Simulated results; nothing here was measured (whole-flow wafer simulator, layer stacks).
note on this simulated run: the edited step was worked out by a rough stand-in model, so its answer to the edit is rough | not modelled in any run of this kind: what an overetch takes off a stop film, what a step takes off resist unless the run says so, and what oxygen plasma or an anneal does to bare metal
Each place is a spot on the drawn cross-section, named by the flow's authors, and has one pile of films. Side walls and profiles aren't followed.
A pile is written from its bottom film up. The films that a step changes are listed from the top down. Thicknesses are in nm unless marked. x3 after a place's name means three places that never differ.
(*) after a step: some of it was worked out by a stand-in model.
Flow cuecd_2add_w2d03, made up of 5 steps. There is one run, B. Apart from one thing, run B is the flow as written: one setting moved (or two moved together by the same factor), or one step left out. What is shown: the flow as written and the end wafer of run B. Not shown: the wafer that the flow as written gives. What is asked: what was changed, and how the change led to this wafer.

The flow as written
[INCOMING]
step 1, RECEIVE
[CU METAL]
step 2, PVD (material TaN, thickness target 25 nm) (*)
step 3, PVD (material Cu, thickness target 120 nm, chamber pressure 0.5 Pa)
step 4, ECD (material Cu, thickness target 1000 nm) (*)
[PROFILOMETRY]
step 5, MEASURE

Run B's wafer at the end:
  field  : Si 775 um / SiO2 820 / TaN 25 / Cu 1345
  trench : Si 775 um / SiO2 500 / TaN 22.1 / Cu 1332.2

The reason: step 4, ECD: thickness target 1225 nm was run, though the flow has thickness target 1000 nm.

Step by step, how the change led to this:
  step 4, ECD (material Cu, thickness target 1000 nm) (*)
      field, trench: Cu gains 1225 (it would be, as written: Cu gains 1000)
